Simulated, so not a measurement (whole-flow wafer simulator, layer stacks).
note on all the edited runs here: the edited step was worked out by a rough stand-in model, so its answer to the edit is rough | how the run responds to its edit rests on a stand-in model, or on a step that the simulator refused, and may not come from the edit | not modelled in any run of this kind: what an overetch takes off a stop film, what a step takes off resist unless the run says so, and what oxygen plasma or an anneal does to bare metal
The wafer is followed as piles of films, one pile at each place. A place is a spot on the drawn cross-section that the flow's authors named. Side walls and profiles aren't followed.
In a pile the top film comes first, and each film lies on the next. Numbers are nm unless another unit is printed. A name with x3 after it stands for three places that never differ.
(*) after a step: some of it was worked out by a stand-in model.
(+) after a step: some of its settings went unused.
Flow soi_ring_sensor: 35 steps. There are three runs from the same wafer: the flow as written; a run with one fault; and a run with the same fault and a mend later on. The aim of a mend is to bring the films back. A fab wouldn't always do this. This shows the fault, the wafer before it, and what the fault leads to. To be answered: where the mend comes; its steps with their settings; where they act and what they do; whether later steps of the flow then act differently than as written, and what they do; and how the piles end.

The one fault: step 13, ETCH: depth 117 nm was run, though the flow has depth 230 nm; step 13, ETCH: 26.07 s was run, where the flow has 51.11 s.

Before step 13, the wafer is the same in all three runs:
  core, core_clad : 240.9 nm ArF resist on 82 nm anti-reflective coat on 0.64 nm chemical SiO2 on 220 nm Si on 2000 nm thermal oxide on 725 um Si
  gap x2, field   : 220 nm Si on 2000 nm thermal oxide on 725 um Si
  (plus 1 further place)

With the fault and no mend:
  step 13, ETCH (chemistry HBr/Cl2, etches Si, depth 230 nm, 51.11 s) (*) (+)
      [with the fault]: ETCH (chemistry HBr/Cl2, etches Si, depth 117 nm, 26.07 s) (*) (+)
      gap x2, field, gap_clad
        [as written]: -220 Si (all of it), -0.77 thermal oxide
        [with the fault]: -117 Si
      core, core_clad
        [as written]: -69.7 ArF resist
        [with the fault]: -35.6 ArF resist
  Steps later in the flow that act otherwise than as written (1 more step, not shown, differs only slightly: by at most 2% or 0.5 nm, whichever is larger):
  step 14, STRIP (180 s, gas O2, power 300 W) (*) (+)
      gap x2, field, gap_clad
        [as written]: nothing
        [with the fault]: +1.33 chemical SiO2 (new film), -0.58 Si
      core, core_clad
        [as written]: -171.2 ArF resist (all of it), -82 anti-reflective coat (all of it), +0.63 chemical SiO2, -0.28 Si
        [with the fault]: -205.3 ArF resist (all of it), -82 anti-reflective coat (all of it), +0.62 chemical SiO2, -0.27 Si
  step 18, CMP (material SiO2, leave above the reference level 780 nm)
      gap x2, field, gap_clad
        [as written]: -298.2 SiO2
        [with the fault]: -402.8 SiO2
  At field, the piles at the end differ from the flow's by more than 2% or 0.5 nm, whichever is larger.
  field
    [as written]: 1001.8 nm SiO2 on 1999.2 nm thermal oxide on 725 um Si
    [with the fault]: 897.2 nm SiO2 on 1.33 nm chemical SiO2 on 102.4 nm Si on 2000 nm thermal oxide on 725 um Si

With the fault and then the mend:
  The mend stands after step 13.
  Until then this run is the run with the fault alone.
  step 13a, ETCH (chemistry HBr/Cl2, etches Si, depth 113 nm, 25.11 s) (*) (+) (the flow's step 13 again, with other settings)
      gap x2, field, gap_clad
        -103 Si (all of it), -0.77 thermal oxide
      core, core_clad
        -34.2 ArF resist
  Every later step of the flow that is run acts as written, at every place that is followed, to within 2% or 0.5 nm, whichever is larger.
  By the end, the piles equal the flow's at every place that both follow.
